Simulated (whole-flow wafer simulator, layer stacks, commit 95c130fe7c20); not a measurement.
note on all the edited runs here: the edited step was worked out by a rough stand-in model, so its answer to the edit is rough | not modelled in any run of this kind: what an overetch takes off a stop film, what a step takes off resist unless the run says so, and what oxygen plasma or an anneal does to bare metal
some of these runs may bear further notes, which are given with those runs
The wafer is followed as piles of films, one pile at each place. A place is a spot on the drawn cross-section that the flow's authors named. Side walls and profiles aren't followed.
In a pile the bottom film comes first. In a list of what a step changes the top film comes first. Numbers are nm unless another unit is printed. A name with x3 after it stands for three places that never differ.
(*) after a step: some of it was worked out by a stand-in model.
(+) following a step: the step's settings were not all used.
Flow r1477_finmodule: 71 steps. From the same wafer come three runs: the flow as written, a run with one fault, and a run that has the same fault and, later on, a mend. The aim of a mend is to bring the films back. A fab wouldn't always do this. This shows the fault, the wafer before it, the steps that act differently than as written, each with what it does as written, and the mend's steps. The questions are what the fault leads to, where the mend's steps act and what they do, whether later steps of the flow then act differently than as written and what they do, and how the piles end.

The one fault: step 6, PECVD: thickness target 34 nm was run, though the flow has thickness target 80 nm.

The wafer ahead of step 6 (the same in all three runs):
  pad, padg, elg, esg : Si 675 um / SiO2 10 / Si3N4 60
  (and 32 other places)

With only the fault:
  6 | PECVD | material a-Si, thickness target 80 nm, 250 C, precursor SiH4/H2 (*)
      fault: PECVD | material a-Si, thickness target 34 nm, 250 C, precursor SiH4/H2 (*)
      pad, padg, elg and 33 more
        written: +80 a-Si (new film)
        fault: +34 a-Si (new film)
  Steps further on in the flow that do not act as written (2 more steps, not shown, differ only slightly: by at most 2% or 0.5 nm, whichever is larger):
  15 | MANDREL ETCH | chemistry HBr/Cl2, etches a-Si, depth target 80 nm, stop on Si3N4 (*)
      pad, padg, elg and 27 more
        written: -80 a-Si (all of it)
        fault: -34 a-Si (all of it)
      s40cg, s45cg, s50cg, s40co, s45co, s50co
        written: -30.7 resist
        fault: -19.5 resist
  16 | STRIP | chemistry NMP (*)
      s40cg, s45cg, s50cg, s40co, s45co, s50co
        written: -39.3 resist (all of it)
        fault: -50.5 resist (all of it)
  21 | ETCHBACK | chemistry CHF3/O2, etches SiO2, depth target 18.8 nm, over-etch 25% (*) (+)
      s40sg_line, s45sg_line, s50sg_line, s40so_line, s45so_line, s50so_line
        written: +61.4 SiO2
        fault: +15.4 SiO2
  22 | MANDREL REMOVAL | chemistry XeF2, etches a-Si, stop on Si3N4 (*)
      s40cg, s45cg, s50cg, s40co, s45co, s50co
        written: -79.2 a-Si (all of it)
        fault: -33.2 a-Si (all of it)
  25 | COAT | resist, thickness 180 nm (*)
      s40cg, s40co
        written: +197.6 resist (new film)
        fault: +186.1 resist (new film)
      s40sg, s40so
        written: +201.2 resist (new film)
        fault: +189.7 resist (new film)
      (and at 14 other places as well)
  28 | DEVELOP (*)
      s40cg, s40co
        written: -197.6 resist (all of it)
        fault: -186.1 resist (all of it)
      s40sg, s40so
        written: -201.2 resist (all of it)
        fault: -189.7 resist (all of it)
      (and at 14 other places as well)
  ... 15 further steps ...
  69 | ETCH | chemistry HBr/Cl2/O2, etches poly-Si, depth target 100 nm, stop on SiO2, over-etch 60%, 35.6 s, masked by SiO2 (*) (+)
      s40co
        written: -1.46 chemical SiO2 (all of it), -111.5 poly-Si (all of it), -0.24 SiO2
        fault: -1.49 chemical SiO2 (all of it), -160 poly-Si
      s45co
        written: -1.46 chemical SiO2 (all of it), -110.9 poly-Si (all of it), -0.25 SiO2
        fault: -1.49 chemical SiO2 (all of it), -160 poly-Si
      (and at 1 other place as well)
  By the end, the piles at pad, padg, elg and 33 more depart from the flow's by more than 2% or 0.5 nm, whichever is larger.
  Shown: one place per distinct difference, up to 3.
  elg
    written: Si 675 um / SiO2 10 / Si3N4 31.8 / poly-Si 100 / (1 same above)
    fault: Si 674.99 um / SiO2 3 / poly-Si 100 / (1 same above)
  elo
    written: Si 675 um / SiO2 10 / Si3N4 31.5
    fault: Si 674.99 um / SiO2 2.58
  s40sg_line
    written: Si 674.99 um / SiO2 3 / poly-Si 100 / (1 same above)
    fault: Si 675 um / SiO2 10 / Si3N4 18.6 / poly-Si 100 / (1 same above)

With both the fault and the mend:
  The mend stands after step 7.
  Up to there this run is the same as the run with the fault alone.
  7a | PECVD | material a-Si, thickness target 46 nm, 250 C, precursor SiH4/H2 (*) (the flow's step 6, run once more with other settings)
      pad, padg, elg and 33 more
        +46 a-Si
  None of the later steps of the flow acts differently than as written at any place that is followed.
  At every place that both follow, the piles at the end match the flow's.
